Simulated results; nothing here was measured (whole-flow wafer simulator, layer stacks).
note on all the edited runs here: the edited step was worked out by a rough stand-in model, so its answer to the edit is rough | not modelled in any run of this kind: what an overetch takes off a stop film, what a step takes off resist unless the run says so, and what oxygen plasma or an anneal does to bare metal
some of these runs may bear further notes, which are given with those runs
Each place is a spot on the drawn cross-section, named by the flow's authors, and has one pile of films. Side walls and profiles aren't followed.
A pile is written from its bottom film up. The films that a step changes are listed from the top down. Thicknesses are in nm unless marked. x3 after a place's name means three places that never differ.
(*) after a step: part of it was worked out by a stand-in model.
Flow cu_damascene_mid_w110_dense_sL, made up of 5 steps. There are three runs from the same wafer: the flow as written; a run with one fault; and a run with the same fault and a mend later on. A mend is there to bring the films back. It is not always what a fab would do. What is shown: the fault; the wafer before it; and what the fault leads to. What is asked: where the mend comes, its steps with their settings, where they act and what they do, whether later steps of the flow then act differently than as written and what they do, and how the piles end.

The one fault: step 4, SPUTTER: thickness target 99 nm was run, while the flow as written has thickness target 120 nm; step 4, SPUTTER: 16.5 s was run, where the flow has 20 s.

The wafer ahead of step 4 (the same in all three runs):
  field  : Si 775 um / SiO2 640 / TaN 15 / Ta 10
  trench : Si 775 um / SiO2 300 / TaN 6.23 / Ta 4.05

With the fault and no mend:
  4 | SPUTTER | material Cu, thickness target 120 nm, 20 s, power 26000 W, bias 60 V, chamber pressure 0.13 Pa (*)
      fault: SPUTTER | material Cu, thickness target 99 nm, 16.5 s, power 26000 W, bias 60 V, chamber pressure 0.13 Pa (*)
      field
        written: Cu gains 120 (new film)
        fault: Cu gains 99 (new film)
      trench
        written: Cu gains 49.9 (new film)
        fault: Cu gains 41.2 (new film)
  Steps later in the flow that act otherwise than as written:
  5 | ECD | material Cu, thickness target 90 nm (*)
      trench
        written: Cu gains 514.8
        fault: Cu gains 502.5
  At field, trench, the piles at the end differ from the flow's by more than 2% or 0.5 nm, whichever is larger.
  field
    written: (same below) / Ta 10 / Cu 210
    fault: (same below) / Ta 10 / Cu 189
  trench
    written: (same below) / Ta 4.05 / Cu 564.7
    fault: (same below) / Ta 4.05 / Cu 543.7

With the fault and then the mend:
  The mend stands after step 4.
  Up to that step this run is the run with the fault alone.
  4a | SPUTTER | material Cu, thickness target 21 nm, 3.5 s, power 26000 W, bias 60 V, chamber pressure 0.13 Pa (*) (the flow's step 4, run once more with other settings)
      field
        Cu gains 21
      trench
        Cu gains 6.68
  Every later step of the flow that is run acts as written, at every place that is followed, to within 2% or 0.5 nm, whichever is larger.
  The piles end the same as the flow's at every place that both follow.
